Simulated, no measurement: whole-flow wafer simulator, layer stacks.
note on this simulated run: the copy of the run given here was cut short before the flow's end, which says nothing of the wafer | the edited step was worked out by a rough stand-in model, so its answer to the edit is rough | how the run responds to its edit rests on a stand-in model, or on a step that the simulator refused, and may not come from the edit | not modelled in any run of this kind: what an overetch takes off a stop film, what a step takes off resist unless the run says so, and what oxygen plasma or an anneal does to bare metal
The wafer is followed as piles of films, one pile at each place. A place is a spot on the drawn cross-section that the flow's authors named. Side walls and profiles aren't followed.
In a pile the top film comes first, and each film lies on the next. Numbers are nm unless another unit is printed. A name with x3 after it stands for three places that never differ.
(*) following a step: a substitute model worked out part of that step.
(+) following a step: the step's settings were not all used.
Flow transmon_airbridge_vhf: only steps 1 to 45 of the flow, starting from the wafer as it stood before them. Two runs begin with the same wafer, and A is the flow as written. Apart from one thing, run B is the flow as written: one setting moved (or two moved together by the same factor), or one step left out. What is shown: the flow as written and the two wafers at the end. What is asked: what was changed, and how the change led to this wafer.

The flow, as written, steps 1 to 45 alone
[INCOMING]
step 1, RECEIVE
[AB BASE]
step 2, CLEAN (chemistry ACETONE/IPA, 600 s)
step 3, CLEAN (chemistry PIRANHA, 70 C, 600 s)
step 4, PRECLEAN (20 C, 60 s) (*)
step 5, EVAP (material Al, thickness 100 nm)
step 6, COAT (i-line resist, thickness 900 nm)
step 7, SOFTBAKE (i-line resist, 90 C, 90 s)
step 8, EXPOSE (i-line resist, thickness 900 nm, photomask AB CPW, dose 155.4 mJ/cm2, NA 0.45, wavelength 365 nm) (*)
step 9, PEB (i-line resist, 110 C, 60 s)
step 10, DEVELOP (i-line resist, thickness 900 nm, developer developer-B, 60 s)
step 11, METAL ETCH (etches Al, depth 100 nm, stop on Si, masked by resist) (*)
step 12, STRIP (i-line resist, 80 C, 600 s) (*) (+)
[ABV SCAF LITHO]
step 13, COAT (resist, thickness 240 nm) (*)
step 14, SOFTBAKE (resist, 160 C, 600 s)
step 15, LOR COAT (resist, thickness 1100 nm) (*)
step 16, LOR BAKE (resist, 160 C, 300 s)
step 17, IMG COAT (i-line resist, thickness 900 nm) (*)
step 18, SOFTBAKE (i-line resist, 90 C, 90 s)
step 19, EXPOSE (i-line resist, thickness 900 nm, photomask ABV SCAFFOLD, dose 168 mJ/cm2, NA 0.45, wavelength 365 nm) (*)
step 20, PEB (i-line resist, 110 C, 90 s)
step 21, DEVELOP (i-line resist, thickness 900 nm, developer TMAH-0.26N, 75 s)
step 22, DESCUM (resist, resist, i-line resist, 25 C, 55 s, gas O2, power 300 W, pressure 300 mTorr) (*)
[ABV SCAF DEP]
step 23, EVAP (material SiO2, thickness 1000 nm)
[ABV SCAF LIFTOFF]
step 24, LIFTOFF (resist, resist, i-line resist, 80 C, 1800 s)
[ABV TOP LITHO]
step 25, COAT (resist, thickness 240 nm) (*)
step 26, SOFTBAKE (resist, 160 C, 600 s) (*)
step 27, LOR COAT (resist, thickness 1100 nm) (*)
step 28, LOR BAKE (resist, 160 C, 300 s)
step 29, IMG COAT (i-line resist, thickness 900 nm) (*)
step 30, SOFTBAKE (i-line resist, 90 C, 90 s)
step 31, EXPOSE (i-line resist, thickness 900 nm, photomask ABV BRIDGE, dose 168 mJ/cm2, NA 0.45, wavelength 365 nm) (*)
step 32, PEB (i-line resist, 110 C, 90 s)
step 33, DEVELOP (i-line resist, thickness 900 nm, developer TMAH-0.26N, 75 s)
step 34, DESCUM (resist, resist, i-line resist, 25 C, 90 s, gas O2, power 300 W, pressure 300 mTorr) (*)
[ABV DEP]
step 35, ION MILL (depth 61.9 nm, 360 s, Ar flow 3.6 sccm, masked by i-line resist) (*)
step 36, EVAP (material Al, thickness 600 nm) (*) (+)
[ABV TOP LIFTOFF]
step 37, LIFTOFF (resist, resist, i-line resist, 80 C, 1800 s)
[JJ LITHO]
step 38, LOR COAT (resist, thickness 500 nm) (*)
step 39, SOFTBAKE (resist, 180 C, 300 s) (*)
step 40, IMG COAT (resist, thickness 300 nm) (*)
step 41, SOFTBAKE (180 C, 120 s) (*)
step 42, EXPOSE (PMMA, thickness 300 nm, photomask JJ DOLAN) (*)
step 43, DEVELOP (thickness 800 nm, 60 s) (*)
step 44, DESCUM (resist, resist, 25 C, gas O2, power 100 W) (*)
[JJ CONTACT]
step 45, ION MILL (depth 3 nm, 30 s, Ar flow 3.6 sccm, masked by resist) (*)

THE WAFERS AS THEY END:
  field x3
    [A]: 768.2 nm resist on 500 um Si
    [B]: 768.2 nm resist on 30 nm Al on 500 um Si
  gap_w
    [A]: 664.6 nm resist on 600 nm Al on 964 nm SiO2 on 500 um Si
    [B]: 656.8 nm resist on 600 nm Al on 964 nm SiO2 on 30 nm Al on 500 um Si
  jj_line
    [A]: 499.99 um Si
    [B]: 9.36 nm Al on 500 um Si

What caused this: step 11, METAL ETCH: depth 70 nm was run, though the flow has depth 100 nm.

How this came from the change, step by step:
  step 11, METAL ETCH (etches Al, depth 100 nm, stop on Si, masked by resist) (*)
      field x3, jj_line, gap_w, gap_e: A Al loses 100 (all of it) | B Al loses 70
      ground_far, pad_w, flank_w and 8 more: A i-line resist loses 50 | B i-line resist loses 35
  step 13, COAT (resist, thickness 240 nm) (*)
      flank_w, flank_e: A resist gains 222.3 (new film) | B resist gains 227.2 (new film)
  step 22, DESCUM (resist, resist, i-line resist, 25 C, 55 s, gas O2, power 300 W, pressure 300 mTorr) (*)
      flank_w, flank_e: A resist loses 222.3 (all of it) | B resist loses 227.2 (all of it)
  step 45, ION MILL (depth 3 nm, 30 s, Ar flow 3.6 sccm, masked by resist) (*)
      jj_line: A Si loses 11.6 | B Al loses 20.6
Taking metal films that touch as one body, field x3 has 1 body; the flow as written gives 0 bodies.
Taking metal films that touch as one body, gap_w has 2 bodies (between them, from the top down: SiO2 964); the flow as written gives 1 body.
Taking metal films that touch as one body, jj_line has 1 body; the flow as written gives 0 bodies.
